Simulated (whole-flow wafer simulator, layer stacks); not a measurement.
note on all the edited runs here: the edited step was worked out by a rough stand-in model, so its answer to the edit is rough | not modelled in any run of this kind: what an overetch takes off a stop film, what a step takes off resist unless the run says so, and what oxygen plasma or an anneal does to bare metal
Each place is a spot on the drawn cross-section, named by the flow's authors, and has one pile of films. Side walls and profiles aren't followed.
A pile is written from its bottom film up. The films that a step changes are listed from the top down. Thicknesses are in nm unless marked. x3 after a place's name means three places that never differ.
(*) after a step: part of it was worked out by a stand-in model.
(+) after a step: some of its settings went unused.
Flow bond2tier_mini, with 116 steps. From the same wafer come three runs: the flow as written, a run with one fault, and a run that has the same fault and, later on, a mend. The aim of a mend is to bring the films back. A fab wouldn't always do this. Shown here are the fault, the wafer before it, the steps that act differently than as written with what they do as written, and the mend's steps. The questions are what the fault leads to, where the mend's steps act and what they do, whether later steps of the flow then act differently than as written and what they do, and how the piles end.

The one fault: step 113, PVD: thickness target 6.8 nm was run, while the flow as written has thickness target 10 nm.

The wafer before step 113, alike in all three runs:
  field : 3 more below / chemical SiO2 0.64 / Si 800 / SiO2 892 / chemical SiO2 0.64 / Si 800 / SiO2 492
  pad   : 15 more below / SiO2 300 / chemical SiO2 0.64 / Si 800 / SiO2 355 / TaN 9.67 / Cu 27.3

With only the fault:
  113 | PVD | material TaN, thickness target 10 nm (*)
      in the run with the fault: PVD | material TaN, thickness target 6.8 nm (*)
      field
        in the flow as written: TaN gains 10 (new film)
        in the run with the fault: TaN gains 6.8 (new film)
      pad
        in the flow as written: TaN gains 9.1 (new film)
        in the run with the fault: TaN gains 6.19 (new film)
  Steps further on in the flow that do not act as written (1 more step, not shown, differs only slightly: by at most 2% or 0.5 nm, whichever is larger):
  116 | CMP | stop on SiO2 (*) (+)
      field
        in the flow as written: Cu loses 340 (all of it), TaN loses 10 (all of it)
        in the run with the fault: Cu loses 340 (all of it), TaN loses 6.8 (all of it)
  By the end, the piles at pad depart from the flow's by more than 2% or 0.5 nm, whichever is larger.
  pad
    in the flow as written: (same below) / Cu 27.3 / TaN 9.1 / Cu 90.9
    in the run with the fault: (same below) / Cu 27.3 / TaN 6.19 / Cu 93.8

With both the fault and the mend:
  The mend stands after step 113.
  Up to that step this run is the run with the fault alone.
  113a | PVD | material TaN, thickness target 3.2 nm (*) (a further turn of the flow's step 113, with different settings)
      field
        TaN gains 3.2
      pad
        TaN gains 2.91
  None of the later steps of the flow acts differently than as written at any place that is followed.
  At every place that both follow, the piles at the end match the flow's.
